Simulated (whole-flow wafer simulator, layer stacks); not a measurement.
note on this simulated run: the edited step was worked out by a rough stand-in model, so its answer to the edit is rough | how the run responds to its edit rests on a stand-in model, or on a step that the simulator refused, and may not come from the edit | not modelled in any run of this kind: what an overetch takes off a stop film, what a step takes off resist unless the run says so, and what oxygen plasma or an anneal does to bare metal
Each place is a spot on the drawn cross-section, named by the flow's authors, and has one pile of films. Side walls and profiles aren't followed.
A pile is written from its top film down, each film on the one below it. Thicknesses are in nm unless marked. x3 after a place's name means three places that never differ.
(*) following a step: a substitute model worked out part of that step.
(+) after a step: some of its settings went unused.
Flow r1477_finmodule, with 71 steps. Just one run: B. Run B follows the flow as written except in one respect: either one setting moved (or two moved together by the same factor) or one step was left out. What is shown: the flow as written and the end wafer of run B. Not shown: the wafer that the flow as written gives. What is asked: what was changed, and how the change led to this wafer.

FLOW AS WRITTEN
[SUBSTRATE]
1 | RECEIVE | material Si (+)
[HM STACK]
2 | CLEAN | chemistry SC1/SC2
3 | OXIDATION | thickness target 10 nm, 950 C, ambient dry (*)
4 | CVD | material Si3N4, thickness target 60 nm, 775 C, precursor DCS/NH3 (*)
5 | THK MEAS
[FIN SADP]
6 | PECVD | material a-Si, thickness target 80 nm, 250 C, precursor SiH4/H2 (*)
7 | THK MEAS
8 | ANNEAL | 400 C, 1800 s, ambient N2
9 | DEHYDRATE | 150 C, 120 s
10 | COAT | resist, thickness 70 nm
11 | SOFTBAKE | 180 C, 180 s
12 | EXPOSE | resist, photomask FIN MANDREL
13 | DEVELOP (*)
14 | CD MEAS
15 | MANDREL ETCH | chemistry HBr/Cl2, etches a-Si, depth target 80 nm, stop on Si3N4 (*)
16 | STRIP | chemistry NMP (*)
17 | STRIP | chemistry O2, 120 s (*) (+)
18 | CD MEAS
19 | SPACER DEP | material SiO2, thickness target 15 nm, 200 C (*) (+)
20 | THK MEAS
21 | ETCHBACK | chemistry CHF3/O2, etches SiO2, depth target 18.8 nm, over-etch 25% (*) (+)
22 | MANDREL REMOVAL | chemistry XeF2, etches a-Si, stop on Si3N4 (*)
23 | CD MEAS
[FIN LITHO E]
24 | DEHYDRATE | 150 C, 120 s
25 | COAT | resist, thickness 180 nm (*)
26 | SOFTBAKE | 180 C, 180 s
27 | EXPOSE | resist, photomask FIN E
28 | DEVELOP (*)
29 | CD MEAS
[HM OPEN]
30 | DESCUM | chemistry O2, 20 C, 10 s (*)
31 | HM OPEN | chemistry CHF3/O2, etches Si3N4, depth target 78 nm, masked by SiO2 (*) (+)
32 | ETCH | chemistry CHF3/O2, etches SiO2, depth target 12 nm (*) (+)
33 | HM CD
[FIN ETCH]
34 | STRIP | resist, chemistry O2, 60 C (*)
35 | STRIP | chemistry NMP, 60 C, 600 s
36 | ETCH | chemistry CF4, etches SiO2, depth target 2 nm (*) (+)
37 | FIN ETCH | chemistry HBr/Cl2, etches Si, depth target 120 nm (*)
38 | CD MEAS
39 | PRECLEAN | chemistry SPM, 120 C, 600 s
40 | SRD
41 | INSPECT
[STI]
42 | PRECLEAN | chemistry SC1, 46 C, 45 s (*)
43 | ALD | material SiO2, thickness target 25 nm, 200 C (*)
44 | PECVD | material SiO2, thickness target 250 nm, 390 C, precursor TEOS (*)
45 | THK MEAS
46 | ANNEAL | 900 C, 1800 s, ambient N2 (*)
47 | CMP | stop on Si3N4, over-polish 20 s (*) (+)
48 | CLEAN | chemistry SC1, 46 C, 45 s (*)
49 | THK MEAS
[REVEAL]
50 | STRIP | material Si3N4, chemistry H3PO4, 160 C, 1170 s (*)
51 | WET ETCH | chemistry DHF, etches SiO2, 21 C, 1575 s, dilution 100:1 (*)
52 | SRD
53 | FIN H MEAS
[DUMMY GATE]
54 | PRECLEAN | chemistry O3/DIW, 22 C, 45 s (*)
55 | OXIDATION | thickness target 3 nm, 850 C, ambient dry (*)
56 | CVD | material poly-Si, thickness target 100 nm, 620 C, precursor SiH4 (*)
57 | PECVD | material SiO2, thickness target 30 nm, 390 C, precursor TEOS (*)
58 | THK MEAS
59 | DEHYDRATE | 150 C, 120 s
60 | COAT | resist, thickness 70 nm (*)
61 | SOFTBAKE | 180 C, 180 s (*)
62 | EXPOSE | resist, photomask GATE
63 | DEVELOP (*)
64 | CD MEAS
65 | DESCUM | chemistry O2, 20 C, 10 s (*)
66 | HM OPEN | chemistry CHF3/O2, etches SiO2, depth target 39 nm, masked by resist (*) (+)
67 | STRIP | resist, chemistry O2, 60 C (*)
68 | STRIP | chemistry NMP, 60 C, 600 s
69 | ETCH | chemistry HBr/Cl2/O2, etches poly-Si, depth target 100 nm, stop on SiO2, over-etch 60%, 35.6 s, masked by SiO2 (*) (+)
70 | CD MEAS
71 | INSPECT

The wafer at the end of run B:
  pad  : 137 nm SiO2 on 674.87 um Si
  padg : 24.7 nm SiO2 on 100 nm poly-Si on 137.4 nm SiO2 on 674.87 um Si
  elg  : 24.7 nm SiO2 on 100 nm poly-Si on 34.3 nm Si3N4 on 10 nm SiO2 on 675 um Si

What caused this: step 51, WET ETCH: 945 s was run, though the flow has 1575 s.

The path from the change to this, step by step:
  51 | WET ETCH | chemistry DHF, etches SiO2, 21 C, 1575 s, dilution 100:1 (*)
      pad, padg, e40sg and 12 more: -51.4 SiO2 (it would be, as written: -85.7 SiO2)
      elg, e40lg, e100lg, e200lg, elo, e40lo, e100lo, e200lo: -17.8 SiO2 (all of it), -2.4 Si3N4 (it would be, as written: -17.8 SiO2 (all of it), -4.97 Si3N4)
      (and at 7 other places as well)
  56 | CVD | material poly-Si, thickness target 100 nm, 620 C, precursor SiH4 (*)
      s40sg_line, s45sg_line, s50sg_line, s40so_line, s45so_line, s50so_line: +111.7 poly-Si (new film) (it would be, as written: +100 poly-Si (new film))
      s40cg, s40co: +100 poly-Si (new film) (it would be, as written: +113.9 poly-Si (new film))
      (and at 5 other places as well)
  60 | COAT | resist, thickness 70 nm (*)
      e40lg, e100lg, elo, e40lo, e100lo: +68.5 resist (new film) (it would be, as written: +66.9 resist (new film))
      e40sg, eso, e40so: +99.4 resist (new film) (it would be, as written: +129.5 resist (new film))
      (and at 22 other places as well)
  63 | DEVELOP (*)
      elo, e40lo, e100lo: -68.5 resist (all of it) (it would be, as written: -66.9 resist (all of it))
      eso, e40so: -99.4 resist (all of it) (it would be, as written: -129.5 resist (all of it))
      (and at 11 other places as well)
  67 | STRIP | resist, chemistry O2, 60 C (*)
      e40lg, e100lg: -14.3 resist (all of it) (it would be, as written: -12.8 resist (all of it))
      e40sg: -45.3 resist (all of it) (it would be, as written: -75.4 resist (all of it))
      (and at 12 other places as well)
  69 | ETCH | chemistry HBr/Cl2/O2, etches poly-Si, depth target 100 nm, stop on SiO2, over-etch 60%, 35.6 s, masked by SiO2 (*) (+)
      s40so_line, s45so_line, s50so_line: -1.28 chemical SiO2 (all of it), -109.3 poly-Si (all of it), -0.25 SiO2 (it would be, as written: -1.46 chemical SiO2 (all of it), -97.6 poly-Si (all of it), -0.42 SiO2)
      s40co: -1.28 chemical SiO2 (all of it), -97.6 poly-Si (all of it), -0.42 SiO2 (it would be, as written: -1.46 chemical SiO2 (all of it), -111.5 poly-Si (all of it), -0.24 SiO2)
      (and at 2 other places as well)
